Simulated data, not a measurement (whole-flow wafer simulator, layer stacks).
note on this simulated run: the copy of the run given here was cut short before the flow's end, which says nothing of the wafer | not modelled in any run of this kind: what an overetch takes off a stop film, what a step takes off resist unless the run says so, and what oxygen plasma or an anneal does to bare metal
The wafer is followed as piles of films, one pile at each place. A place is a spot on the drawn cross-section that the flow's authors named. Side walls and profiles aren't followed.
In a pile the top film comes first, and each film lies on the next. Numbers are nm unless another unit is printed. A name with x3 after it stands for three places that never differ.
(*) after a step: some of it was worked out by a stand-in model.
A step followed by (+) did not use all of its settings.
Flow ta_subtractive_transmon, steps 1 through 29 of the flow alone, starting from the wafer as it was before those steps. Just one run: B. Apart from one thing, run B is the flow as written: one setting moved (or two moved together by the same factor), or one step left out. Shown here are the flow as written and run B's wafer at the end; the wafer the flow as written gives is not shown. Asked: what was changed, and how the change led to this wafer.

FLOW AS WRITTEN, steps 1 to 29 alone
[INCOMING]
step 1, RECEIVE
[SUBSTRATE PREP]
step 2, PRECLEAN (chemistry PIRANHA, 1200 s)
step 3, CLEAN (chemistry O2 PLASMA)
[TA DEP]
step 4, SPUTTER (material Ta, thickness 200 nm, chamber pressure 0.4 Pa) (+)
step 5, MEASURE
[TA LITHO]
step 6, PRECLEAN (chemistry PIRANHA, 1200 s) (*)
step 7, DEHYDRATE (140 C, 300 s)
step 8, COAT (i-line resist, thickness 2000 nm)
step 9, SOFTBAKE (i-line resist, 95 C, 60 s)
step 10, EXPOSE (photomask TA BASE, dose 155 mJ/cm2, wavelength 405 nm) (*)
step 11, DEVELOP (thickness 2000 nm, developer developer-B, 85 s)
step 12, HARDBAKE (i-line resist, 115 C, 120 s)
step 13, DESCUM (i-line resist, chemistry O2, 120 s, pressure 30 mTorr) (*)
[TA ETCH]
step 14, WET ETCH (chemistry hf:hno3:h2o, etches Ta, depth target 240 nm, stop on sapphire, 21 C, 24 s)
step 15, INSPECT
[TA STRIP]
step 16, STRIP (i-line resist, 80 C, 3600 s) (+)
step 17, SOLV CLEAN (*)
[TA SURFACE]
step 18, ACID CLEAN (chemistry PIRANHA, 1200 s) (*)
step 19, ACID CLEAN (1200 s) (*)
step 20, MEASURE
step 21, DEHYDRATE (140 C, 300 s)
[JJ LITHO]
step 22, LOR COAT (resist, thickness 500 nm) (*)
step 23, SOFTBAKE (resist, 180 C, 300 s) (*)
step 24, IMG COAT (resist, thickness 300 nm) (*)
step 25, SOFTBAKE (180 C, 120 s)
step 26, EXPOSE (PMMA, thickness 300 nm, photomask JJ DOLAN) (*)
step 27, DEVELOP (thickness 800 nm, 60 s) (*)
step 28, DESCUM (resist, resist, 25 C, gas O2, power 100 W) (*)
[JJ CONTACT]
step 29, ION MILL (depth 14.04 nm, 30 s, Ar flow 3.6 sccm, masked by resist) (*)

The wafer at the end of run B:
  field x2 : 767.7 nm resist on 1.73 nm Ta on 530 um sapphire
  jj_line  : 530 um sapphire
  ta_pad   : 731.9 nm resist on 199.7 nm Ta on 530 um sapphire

The reason: step 14, WET ETCH: 19.8 s was run, whereas the flow has 24 s.

Step by step, how the change led to this:
  step 14, WET ETCH (chemistry hf:hno3:h2o, etches Ta, depth target 240 nm, stop on sapphire, 21 C, 24 s)
      field x2, jj_line, lead: -198 Ta (as written it would have been: -200 Ta (all of it))
  step 29, ION MILL (depth 14.04 nm, 30 s, Ar flow 3.6 sccm, masked by resist) (*)
      jj_line, lead: -1.73 Ta (all of it), -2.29 sapphire (as written it would have been: -2.8 sapphire)
If metal films that touch count as one body, field x2 has 1 body; the flow as written gives 0 bodies.
